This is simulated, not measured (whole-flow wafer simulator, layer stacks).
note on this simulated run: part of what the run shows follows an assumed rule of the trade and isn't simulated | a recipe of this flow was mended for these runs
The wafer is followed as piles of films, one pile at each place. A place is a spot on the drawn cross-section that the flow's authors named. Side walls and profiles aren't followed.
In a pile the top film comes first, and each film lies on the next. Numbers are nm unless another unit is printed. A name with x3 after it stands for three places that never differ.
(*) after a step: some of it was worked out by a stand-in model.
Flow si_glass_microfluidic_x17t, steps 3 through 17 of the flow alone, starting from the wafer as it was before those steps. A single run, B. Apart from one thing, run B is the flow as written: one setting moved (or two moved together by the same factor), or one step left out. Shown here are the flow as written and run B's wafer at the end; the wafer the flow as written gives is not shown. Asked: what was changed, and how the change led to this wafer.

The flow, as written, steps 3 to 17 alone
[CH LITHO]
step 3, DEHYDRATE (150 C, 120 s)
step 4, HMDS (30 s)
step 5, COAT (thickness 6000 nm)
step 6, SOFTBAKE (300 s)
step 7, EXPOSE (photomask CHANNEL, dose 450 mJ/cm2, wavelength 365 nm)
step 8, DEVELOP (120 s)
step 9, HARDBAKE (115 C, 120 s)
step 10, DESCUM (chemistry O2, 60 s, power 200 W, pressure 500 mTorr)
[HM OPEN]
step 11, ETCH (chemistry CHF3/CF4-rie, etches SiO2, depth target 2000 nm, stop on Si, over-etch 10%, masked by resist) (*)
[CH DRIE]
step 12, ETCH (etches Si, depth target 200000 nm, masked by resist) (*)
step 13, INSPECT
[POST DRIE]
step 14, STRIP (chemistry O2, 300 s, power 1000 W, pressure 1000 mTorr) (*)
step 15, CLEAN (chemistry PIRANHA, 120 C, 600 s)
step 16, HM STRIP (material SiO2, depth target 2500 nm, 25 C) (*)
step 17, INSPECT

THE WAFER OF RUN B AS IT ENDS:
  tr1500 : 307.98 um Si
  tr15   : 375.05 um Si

What caused this: step 5, COAT: thickness 8700 nm was run, though the flow has thickness 6000 nm.

The path from the change to this, step by step:
  step 5, COAT (thickness 6000 nm)
      land, tr110, tr1500, tr15: thick-i-line-resist gains 8700 (new film) (in the flow as written it would be: thick-i-line-resist gains 6000 (new film))
  step 8, DEVELOP (120 s)
      tr110, tr1500, tr15: thick-i-line-resist loses 8700 (all of it) (in the flow as written it would be: thick-i-line-resist loses 6000 (all of it))
  step 9, HARDBAKE (115 C, 120 s)
      land: thick-i-line-resist loses 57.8 (in the flow as written it would be: thick-i-line-resist loses 33.5)
  step 12, ETCH (etches Si, depth target 200000 nm, masked by resist) (*)
      tr1500: Si loses 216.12 um (in the flow as written it would be: Si loses 215.73 um)
      tr15: Si loses 149.05 um (in the flow as written it would be: Si loses 149.99 um)
  step 14, STRIP (chemistry O2, 300 s, power 1000 W, pressure 1000 mTorr) (*)
      land: thick-i-line-resist loses 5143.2 (all of it) (in the flow as written it would be: thick-i-line-resist loses 2472.3 (all of it))
